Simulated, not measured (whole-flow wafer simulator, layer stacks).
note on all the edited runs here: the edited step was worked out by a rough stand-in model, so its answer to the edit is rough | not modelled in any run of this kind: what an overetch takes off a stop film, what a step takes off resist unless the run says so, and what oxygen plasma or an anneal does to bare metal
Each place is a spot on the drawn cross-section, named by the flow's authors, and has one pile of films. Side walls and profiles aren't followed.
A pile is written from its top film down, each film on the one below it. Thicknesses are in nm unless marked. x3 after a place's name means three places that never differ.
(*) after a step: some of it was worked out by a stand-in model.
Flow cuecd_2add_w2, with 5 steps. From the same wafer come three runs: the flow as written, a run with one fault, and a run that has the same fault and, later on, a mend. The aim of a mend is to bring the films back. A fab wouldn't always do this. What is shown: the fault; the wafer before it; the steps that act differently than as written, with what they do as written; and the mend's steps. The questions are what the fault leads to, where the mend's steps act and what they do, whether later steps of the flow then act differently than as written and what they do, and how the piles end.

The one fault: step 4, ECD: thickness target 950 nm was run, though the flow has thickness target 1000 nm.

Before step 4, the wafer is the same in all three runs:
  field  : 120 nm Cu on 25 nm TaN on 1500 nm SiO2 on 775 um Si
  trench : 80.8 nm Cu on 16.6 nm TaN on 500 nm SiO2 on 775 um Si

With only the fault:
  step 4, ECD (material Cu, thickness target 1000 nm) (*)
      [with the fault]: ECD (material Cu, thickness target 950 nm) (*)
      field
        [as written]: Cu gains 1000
        [with the fault]: Cu gains 950
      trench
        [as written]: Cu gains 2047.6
        [with the fault]: Cu gains 1997.6
  Later steps of the flow that are run all act as written at every place that is followed.
  At field, trench, the piles at the end differ from the flow's by more than 2% or 0.5 nm, whichever is larger.
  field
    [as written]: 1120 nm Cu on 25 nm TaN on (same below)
    [with the fault]: 1070 nm Cu on 25 nm TaN on (same below)
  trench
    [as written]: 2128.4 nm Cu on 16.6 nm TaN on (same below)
    [with the fault]: 2078.4 nm Cu on 16.6 nm TaN on (same below)

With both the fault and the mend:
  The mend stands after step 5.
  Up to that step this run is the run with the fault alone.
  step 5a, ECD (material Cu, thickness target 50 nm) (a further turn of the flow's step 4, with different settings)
      field, trench
        Cu gains 50
  Later steps of the flow that are run all act as written at every place that is followed.
  At every place that both follow, the piles at the end match the flow's.
